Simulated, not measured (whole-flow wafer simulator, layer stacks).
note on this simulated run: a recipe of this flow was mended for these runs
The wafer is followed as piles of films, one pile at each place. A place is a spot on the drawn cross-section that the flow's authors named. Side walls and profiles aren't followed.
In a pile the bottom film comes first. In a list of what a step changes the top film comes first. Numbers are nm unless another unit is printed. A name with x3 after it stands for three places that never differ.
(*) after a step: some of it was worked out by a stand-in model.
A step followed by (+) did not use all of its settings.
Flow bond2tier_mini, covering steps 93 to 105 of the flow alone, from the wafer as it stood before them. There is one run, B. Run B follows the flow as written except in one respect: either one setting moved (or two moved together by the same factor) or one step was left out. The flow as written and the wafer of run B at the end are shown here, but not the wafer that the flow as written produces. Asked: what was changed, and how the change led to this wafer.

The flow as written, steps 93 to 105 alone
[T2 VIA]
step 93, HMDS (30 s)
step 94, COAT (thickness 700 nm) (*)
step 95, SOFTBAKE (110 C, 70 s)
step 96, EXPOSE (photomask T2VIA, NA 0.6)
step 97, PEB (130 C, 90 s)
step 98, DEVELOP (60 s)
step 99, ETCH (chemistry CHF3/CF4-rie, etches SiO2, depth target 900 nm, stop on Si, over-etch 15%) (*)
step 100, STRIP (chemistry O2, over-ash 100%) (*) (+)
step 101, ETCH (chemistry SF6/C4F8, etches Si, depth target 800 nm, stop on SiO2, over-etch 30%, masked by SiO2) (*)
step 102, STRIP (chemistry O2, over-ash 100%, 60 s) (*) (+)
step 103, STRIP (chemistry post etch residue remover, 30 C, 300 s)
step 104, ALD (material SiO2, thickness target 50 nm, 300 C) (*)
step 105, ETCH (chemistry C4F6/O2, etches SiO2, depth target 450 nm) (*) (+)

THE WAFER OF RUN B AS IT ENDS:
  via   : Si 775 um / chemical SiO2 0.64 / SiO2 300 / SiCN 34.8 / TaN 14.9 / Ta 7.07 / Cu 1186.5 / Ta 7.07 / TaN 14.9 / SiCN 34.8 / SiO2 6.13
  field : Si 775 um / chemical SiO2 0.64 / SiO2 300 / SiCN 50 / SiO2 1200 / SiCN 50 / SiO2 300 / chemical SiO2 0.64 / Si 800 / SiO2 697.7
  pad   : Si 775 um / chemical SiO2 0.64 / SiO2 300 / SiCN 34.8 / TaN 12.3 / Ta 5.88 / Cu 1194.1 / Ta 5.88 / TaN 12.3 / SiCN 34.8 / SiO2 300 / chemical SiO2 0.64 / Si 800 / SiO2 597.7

What caused this: step 105, ETCH: depth target 342 nm was run, while the flow as written has depth target 450 nm.

How this came from the change, step by step:
  step 105, ETCH (chemistry C4F6/O2, etches SiO2, depth target 450 nm) (*) (+)
      via: -342 SiO2 (it would be, as written: -348.1 SiO2 (all of it), -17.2 SiCN)
      field, pad: -342 SiO2 (it would be, as written: -450 SiO2)
